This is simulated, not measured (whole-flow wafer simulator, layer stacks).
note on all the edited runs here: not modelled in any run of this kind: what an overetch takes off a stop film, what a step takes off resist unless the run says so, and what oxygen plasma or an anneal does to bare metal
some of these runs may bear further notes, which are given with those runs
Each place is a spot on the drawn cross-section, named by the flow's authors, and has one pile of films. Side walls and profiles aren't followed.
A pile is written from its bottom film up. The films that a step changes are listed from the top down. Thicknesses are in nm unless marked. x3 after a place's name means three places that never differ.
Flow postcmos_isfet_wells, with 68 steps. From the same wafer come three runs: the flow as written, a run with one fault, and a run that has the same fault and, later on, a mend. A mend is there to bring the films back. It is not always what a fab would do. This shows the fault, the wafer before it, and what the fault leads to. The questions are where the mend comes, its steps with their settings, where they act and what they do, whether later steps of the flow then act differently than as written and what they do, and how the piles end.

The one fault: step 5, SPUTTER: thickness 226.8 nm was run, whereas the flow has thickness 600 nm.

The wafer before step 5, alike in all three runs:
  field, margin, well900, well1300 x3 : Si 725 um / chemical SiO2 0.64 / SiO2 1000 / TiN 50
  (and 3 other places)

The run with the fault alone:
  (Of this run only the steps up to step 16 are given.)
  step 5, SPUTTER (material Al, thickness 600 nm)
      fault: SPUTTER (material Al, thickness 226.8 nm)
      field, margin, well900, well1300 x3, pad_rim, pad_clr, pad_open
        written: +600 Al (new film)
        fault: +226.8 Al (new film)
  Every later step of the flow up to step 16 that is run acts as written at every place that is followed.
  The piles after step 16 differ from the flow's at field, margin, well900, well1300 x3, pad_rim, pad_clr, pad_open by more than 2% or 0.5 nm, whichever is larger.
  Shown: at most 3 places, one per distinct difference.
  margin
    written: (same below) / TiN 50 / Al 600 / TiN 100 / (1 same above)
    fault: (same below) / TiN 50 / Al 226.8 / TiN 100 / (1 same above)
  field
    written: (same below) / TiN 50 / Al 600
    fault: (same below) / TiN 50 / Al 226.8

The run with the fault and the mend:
  After step 5 comes the mend.
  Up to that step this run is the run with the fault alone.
  step 5a, ETCH (chemistry al pan, depth target 260.8 nm)
      field, margin, well900, well1300 x3, pad_rim, pad_clr, pad_open
        -226.8 Al (all of it)
  step 5b, SPUTTER (material Al, thickness 600 nm) (a further turn of the flow's step 5)
      field, margin, well900, well1300 x3, pad_rim, pad_clr, pad_open
        +600 Al (new film)
  Every later step of the flow that is run acts as written at every place that is followed.
  The piles end the same as the flow's at every place that both follow.
